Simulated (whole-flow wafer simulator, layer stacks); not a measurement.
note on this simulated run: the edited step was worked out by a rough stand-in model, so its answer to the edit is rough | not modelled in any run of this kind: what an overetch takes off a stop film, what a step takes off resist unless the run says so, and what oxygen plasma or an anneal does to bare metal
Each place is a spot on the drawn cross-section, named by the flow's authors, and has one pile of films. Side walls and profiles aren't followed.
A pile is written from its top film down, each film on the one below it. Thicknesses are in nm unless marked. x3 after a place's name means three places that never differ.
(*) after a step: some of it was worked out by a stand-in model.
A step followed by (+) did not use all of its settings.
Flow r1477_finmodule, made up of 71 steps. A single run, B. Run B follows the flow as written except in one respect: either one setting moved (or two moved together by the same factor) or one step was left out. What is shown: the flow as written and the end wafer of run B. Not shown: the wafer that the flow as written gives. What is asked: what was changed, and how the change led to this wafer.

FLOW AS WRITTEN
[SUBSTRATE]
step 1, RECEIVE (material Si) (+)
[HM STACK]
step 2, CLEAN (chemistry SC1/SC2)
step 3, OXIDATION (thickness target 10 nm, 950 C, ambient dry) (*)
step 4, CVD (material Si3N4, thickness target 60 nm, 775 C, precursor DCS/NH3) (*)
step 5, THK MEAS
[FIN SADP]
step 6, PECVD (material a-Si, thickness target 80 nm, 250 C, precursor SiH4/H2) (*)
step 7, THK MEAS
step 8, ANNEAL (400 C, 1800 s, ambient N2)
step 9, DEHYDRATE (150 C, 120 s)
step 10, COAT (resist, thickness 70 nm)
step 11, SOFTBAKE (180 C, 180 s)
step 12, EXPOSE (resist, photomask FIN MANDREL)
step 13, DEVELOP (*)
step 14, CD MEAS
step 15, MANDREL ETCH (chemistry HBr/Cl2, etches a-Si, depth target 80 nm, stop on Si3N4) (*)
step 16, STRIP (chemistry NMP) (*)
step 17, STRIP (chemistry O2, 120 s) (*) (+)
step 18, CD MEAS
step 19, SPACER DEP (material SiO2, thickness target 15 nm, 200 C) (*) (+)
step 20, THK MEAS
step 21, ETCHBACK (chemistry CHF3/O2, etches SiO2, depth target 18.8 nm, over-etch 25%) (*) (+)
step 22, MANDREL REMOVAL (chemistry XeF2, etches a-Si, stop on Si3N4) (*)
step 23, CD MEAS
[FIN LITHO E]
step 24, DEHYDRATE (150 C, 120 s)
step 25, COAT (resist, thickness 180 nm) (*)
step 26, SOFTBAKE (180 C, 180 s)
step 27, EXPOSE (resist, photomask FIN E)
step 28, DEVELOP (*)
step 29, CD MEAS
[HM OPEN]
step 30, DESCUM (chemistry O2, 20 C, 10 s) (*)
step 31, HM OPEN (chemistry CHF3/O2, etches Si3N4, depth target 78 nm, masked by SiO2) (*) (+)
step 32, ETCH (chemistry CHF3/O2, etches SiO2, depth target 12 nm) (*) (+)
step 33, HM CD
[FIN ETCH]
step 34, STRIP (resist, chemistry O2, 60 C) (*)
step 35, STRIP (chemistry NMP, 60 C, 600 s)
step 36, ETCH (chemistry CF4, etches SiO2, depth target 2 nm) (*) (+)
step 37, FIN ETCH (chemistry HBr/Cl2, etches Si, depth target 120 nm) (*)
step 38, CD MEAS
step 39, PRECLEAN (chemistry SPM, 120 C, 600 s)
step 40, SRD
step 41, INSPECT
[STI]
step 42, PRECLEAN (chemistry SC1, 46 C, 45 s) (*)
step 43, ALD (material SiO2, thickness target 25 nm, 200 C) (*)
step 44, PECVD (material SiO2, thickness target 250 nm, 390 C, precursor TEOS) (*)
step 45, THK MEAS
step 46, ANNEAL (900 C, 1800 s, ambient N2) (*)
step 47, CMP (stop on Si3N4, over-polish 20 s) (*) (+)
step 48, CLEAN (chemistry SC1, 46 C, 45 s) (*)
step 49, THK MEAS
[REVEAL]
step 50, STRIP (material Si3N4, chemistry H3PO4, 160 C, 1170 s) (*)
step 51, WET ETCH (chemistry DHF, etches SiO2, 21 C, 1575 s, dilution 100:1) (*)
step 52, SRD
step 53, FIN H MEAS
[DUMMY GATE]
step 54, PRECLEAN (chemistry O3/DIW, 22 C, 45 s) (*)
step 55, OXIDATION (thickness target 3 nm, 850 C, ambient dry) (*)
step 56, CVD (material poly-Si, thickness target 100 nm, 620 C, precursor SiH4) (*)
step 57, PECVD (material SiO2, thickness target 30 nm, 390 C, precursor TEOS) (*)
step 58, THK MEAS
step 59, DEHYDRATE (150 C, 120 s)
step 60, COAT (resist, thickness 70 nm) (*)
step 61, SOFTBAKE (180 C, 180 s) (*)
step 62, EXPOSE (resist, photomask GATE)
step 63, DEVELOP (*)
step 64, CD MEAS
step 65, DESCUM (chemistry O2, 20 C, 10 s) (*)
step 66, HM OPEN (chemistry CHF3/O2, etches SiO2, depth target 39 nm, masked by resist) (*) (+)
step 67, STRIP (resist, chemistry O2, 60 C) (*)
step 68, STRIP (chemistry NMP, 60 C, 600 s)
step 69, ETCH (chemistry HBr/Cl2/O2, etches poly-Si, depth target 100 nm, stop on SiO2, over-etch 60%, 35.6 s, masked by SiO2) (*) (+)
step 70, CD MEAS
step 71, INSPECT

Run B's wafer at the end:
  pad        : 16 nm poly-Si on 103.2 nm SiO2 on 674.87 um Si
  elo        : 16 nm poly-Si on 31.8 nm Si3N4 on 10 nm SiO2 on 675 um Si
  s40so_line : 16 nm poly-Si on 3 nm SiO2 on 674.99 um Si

Cause: step 69, ETCH: depth target 51 nm was run, though the flow has depth target 100 nm; step 69, ETCH: 18.2 s was run, where the flow has 35.6 s.

Step by step, how the change led to this:
  step 69, ETCH (chemistry HBr/Cl2/O2, etches poly-Si, depth target 100 nm, stop on SiO2, over-etch 60%, 35.6 s, masked by SiO2) (*) (+)
      pad, eso, e40so and 8 more: -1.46 chemical SiO2 (all of it), -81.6 poly-Si (in the flow as written it would be: -1.46 chemical SiO2 (all of it), -97.6 poly-Si (all of it), -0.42 SiO2)
      elo, e40lo, e100lo, e200lo: -1.46 chemical SiO2 (all of it), -81.6 poly-Si (in the flow as written it would be: -1.46 chemical SiO2 (all of it), -97.6 poly-Si (all of it), -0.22 Si3N4)
      (and at 21 other places as well)
